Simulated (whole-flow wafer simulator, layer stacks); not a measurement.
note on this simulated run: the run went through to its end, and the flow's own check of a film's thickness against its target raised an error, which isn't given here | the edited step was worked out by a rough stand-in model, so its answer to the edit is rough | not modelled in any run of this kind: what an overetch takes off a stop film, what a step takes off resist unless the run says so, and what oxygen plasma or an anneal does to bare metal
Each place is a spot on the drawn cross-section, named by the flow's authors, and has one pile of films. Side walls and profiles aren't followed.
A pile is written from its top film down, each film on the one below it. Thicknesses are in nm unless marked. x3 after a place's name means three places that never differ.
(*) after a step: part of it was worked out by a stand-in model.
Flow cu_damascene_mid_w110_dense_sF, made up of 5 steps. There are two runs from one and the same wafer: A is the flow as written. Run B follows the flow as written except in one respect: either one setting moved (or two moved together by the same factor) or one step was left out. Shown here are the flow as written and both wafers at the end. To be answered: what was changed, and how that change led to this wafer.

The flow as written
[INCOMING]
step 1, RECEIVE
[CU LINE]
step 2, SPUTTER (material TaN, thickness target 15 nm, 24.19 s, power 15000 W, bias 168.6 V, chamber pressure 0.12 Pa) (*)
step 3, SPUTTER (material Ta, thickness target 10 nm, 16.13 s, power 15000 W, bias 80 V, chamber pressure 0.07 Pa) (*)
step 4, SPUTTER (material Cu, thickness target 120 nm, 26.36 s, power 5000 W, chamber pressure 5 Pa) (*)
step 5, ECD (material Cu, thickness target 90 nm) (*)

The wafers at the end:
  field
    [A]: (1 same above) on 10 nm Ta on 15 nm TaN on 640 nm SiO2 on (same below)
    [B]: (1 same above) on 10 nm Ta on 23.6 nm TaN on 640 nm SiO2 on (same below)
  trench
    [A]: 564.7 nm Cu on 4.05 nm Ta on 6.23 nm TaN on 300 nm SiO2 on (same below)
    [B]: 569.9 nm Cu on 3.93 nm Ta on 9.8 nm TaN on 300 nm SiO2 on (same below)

The reason: step 2, SPUTTER: thickness target 23.6 nm was run, while the flow as written has thickness target 15 nm; step 2, SPUTTER: 38.1 s was run, where the flow has 24.19 s.
The wafer lets one read it off: field has TaN 23.6, and step 2 as written asks for 15 nm.

Step by step, how the change led to this:
  step 2, SPUTTER (material TaN, thickness target 15 nm, 24.19 s, power 15000 W, bias 168.6 V, chamber pressure 0.12 Pa) (*)
      field: A TaN gains 15 (new film) | B TaN gains 23.6 (new film)
      trench: A TaN gains 6.23 (new film) | B TaN gains 9.8 (new film)
  step 4, SPUTTER (material Cu, thickness target 120 nm, 26.36 s, power 5000 W, chamber pressure 5 Pa) (*)
      trench: A Cu gains 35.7 (new film) | B Cu gains 34.7 (new film)
